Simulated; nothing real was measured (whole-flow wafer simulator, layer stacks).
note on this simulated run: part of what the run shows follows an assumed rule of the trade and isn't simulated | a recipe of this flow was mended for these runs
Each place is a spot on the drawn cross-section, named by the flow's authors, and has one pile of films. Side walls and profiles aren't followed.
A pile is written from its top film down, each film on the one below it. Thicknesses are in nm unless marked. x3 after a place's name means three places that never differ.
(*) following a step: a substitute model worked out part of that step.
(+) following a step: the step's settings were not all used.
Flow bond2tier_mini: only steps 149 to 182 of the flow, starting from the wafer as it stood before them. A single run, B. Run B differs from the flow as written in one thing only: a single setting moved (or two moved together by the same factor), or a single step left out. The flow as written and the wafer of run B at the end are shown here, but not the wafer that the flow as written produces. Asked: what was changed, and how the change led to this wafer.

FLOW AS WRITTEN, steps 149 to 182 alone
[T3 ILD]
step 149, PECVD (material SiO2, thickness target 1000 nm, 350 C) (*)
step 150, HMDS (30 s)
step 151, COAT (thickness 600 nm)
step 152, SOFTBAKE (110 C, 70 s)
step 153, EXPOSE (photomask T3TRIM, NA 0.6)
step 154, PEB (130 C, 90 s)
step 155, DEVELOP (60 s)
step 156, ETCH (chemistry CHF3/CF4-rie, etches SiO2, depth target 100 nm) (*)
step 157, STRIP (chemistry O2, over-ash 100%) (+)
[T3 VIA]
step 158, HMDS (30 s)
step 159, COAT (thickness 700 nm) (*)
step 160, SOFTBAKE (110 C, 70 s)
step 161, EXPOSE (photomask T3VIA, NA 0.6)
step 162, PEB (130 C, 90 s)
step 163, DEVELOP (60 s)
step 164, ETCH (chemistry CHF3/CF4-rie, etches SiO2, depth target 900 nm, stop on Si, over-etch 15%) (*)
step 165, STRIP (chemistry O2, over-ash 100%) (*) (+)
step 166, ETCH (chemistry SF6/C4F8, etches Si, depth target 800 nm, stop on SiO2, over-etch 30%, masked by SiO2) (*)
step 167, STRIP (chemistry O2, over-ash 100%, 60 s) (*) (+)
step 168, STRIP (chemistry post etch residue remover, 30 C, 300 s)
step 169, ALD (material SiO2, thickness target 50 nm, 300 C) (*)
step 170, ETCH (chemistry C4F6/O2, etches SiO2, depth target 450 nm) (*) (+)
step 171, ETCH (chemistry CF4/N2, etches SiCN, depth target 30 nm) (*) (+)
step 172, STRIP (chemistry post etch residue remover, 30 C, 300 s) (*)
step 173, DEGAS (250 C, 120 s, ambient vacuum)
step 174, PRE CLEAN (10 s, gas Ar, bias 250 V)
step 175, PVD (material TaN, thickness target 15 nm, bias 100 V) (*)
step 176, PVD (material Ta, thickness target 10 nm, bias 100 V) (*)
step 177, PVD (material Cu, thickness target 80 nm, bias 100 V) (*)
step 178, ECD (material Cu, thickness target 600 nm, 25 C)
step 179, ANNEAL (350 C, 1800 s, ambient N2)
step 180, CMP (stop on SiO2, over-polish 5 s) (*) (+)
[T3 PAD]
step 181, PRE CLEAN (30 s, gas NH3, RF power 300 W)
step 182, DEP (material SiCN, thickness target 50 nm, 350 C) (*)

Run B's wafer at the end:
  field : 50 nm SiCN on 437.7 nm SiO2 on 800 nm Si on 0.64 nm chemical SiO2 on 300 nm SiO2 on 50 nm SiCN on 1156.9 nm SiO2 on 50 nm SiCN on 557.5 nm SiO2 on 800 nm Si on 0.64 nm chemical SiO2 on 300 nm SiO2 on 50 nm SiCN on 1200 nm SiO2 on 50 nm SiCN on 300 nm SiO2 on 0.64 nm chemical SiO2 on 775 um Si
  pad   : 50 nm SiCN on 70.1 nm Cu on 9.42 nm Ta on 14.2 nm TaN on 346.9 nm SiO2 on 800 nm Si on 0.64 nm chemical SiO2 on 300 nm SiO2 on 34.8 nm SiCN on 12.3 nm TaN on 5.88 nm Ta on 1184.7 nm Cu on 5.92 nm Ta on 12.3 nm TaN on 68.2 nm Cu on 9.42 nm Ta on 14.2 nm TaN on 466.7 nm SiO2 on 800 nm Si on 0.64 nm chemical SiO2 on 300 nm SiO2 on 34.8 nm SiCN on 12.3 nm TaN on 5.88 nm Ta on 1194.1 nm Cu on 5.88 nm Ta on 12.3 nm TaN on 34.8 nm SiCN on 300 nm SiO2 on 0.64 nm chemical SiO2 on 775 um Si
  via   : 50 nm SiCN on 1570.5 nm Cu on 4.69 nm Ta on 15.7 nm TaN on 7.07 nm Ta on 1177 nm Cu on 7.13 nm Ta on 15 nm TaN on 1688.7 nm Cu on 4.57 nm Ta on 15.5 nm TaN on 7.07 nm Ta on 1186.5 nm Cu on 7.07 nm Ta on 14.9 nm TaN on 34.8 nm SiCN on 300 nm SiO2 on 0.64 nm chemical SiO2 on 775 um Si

The reason: step 149, PECVD: thickness target 880 nm was run, though the flow has thickness target 1000 nm.

Step by step, how the change led to this:
  step 149, PECVD (material SiO2, thickness target 1000 nm, 350 C) (*)
      field, pad, via: +880 SiO2 (new film) (in the flow as written it would be: +1000 SiO2 (new film))
  step 164, ETCH (chemistry CHF3/CF4-rie, etches SiO2, depth target 900 nm, stop on Si, over-etch 15%) (*)
      field, pad: -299 thick-KrF-resist (in the flow as written it would be: -345 thick-KrF-resist)
      via: -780 SiO2 (all of it), -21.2 Si (in the flow as written it would be: -900 SiO2 (all of it), -11.2 Si)
  step 165, STRIP (chemistry O2, over-ash 100%) (*) (+)
      field: -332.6 thick-KrF-resist (all of it) (in the flow as written it would be: -286.6 thick-KrF-resist (all of it))
      pad: -418.9 thick-KrF-resist (all of it) (in the flow as written it would be: -372.9 thick-KrF-resist (all of it))
  step 177, PVD (material Cu, thickness target 80 nm, bias 100 V) (*)
      via: +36 Cu (new film) (in the flow as written it would be: +35 Cu (new film))
  step 178, ECD (material Cu, thickness target 600 nm, 25 C)
      via: +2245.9 Cu (in the flow as written it would be: +2367 Cu)
